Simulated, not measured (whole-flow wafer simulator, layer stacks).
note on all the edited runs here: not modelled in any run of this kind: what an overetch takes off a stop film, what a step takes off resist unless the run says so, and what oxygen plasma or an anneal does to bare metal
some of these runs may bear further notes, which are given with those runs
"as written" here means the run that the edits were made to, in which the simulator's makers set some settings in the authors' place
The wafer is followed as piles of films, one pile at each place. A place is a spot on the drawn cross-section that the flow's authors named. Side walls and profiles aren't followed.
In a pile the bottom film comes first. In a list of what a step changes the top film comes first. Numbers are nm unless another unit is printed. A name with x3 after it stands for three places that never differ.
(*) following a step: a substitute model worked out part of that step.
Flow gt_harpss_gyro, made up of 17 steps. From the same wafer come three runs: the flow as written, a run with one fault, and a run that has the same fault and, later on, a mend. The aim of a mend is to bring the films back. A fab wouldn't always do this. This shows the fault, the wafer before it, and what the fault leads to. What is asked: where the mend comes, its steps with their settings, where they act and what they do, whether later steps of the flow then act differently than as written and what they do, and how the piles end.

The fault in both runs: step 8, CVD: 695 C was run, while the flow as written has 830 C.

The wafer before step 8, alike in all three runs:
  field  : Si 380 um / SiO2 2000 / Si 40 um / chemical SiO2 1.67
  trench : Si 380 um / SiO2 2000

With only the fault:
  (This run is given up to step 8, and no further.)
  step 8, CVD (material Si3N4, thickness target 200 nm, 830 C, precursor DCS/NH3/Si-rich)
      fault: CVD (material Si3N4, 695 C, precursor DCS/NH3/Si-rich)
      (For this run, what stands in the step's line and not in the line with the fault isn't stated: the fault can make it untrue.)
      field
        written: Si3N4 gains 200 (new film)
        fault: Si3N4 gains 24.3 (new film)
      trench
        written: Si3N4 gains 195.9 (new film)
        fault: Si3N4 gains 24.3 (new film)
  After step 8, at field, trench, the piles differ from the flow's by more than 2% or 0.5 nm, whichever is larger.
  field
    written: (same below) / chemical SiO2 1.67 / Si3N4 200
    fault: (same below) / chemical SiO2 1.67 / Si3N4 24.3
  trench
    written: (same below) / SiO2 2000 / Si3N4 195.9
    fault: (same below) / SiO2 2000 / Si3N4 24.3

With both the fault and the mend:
  The mend stands after step 8.
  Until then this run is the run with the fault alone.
  step 8a, CVD (material Si3N4, thickness target 175.5 nm, 830 C, precursor DCS/NH3/Si-rich) (the flow's step 8, run once more with other settings)
      field
        Si3N4 gains 175.5
      trench
        Si3N4 gains 171.8
  Steps further on in the flow that do not act as written:
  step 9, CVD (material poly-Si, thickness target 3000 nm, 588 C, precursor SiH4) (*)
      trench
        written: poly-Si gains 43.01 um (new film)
        mend: poly-Si gains 43 um (new film)
  The piles end only slightly different from the flow's at the places that both follow, by no more than 2% or 0.5 nm, whichever is larger.
